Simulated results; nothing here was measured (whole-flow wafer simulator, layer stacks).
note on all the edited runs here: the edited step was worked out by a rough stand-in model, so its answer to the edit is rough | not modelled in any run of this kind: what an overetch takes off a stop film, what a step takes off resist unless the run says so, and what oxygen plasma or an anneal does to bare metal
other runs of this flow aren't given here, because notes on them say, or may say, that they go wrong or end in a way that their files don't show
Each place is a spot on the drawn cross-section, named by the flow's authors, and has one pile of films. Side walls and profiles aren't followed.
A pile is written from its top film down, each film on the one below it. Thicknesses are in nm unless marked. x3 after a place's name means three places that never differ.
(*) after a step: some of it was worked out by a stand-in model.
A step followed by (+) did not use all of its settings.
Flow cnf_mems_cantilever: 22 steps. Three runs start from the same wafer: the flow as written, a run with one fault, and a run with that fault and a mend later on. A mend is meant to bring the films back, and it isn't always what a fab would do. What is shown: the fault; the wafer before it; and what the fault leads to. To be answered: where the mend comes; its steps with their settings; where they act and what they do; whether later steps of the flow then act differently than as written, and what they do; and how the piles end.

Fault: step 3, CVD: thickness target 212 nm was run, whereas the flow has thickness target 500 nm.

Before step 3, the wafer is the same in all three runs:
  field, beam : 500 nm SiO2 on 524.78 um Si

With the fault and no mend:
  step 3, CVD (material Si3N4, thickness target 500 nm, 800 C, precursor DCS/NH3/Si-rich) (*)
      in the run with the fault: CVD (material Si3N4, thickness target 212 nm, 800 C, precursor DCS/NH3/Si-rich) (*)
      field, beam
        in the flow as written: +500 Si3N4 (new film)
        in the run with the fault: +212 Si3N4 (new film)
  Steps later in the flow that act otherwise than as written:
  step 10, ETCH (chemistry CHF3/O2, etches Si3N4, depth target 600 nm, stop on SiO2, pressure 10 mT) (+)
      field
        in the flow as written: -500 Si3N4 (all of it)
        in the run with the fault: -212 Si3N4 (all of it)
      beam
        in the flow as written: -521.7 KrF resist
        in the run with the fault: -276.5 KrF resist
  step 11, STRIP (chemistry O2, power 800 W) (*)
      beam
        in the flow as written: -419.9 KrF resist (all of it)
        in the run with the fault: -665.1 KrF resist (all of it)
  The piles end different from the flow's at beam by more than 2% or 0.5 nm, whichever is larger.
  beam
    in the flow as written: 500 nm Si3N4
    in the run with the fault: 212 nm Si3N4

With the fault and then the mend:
  The mend follows step 3.
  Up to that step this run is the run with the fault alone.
  step 3a, CVD (material Si3N4, thickness target 288 nm, 800 C, precursor DCS/NH3/Si-rich) (*) (the flow's step 3, run once more with other settings)
      field, beam
        +288 Si3N4
  None of the later steps of the flow acts differently than as written at any place that is followed.
  The piles end the same as the flow's at every place that both follow.
